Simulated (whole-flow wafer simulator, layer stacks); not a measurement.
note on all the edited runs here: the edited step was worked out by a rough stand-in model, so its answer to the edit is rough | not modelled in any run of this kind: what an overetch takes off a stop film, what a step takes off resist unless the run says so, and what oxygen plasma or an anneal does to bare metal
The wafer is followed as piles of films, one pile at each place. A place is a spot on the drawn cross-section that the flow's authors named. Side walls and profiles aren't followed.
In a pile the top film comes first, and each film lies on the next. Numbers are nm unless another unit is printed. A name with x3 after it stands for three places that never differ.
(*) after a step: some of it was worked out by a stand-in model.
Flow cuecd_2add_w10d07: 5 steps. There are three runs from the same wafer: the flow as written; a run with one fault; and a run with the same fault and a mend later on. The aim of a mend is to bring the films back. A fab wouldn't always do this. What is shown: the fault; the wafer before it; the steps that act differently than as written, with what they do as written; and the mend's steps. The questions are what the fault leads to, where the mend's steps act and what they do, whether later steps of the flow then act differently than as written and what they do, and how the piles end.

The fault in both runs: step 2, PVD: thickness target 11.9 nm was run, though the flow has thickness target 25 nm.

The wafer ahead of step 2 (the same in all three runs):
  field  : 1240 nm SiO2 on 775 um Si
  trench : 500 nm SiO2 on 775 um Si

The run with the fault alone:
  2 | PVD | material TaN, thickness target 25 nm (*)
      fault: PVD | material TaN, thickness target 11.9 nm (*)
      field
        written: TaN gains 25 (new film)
        fault: TaN gains 11.9 (new film)
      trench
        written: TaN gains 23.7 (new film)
        fault: TaN gains 11.3 (new film)
  Later steps of the flow that are run all act as written at every place that is followed.
  At field, trench, the piles at the end differ from the flow's by more than 2% or 0.5 nm, whichever is larger.
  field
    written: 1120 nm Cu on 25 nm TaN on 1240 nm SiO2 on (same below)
    fault: 1120 nm Cu on 11.9 nm TaN on 1240 nm SiO2 on (same below)
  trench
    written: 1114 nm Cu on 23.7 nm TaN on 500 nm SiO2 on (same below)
    fault: 1114 nm Cu on 11.3 nm TaN on 500 nm SiO2 on (same below)

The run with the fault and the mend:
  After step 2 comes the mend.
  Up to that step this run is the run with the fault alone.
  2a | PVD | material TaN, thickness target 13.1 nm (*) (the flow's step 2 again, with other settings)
      field
        TaN gains 13.1
      trench
        TaN gains 12.4
  Later steps of the flow that are run all act as written at every place that is followed.
  At every place that both follow, the piles at the end match the flow's.
